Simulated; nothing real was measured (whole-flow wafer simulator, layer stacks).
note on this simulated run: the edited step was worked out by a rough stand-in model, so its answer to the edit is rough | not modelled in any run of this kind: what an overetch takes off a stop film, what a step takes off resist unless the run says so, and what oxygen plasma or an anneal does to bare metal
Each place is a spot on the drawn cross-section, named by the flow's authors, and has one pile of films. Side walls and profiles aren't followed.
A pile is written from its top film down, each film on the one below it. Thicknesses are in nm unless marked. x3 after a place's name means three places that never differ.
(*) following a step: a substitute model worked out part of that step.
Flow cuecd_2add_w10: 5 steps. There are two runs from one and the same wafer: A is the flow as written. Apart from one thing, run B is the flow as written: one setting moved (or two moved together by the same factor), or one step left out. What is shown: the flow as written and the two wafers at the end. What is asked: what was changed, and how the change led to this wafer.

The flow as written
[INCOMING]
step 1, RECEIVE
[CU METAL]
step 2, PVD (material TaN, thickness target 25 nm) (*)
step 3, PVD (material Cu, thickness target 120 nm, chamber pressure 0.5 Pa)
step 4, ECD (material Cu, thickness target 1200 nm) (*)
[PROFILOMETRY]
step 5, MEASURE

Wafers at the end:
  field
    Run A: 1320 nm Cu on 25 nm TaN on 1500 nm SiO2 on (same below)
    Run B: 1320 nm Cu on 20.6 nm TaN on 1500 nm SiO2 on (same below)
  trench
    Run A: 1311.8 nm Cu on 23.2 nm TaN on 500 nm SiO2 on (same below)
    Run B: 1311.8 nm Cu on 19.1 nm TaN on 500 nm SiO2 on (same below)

Cause: step 2, PVD: thickness target 20.6 nm was run, while the flow as written has thickness target 25 nm.
The wafer lets one read it off: field has TaN 20.6, and step 2 as written asks for 25 nm.

Step by step, how the change led to this:
  step 2, PVD (material TaN, thickness target 25 nm) (*)
      field: A TaN gains 25 (new film) | B TaN gains 20.6 (new film)
      trench: A TaN gains 23.2 (new film) | B TaN gains 19.1 (new film)
